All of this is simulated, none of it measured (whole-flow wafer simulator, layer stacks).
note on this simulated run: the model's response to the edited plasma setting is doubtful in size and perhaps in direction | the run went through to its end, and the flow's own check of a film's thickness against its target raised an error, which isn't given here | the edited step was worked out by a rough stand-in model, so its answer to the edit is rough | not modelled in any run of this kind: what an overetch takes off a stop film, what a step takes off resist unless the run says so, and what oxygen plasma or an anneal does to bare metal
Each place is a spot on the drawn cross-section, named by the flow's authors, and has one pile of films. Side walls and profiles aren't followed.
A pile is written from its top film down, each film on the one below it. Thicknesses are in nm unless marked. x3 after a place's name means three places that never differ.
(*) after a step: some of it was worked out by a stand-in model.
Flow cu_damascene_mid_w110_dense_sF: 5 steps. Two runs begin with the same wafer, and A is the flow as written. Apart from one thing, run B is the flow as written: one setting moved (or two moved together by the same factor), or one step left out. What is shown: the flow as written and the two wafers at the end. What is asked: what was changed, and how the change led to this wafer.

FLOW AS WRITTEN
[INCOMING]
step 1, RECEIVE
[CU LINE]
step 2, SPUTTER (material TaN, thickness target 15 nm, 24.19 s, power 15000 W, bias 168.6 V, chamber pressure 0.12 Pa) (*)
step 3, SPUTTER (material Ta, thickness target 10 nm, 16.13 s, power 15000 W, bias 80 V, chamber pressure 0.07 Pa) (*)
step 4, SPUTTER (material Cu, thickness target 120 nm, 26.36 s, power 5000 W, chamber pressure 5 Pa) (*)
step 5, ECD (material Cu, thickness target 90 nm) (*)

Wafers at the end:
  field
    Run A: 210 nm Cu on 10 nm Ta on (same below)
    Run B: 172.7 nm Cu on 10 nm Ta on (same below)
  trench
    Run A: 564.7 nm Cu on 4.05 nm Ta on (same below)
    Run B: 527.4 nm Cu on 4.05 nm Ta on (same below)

The reason: step 4, SPUTTER: power 3745 W was run, though the flow has power 5000 W.

Step by step, how the change led to this:
  step 4, SPUTTER (material Cu, thickness target 120 nm, 26.36 s, power 5000 W, chamber pressure 5 Pa) (*)
      field: A +120 Cu (new film) | B +82.7 Cu (new film)
      trench: A +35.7 Cu (new film) | B +29.2 Cu (new film)
  step 5, ECD (material Cu, thickness target 90 nm) (*)
      trench: A +529 Cu | B +498.3 Cu
